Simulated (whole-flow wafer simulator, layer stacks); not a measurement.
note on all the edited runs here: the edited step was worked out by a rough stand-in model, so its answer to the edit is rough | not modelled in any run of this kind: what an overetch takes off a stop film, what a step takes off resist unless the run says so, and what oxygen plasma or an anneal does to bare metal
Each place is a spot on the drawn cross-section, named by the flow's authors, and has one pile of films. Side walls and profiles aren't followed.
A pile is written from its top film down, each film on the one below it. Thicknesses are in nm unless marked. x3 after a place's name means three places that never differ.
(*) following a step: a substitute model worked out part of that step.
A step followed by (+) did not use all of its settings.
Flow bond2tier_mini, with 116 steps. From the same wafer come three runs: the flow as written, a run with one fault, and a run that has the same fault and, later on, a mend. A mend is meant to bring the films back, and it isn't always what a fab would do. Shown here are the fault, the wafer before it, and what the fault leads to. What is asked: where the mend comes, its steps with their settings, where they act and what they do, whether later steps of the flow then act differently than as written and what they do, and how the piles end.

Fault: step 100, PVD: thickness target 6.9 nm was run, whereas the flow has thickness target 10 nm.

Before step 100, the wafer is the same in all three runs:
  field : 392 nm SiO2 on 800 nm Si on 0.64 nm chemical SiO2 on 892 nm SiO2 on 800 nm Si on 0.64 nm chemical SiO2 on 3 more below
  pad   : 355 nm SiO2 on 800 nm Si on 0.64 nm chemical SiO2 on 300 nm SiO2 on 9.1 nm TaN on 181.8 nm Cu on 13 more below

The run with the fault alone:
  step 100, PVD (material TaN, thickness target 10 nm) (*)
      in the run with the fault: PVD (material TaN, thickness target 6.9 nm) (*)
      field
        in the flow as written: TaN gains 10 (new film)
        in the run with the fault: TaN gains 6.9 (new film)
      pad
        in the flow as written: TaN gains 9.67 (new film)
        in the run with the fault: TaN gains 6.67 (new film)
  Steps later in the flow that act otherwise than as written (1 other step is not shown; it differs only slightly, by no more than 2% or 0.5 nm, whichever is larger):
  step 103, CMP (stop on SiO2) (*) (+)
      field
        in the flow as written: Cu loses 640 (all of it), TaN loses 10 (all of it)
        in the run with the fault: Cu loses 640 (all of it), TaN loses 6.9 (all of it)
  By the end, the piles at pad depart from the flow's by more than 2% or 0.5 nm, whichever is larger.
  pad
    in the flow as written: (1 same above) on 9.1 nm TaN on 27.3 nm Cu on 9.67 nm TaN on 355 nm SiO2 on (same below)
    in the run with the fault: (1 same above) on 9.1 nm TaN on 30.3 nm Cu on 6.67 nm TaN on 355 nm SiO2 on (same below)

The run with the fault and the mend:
  After step 100 comes the mend.
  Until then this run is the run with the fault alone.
  step 100a, PVD (material TaN, thickness target 3.1 nm) (*) (the flow's step 100, run once more with other settings)
      field
        TaN gains 3.1
      pad
        TaN gains 3
  None of the later steps of the flow acts differently than as written at any place that is followed.
  The piles end the same as the flow's at every place that both follow.
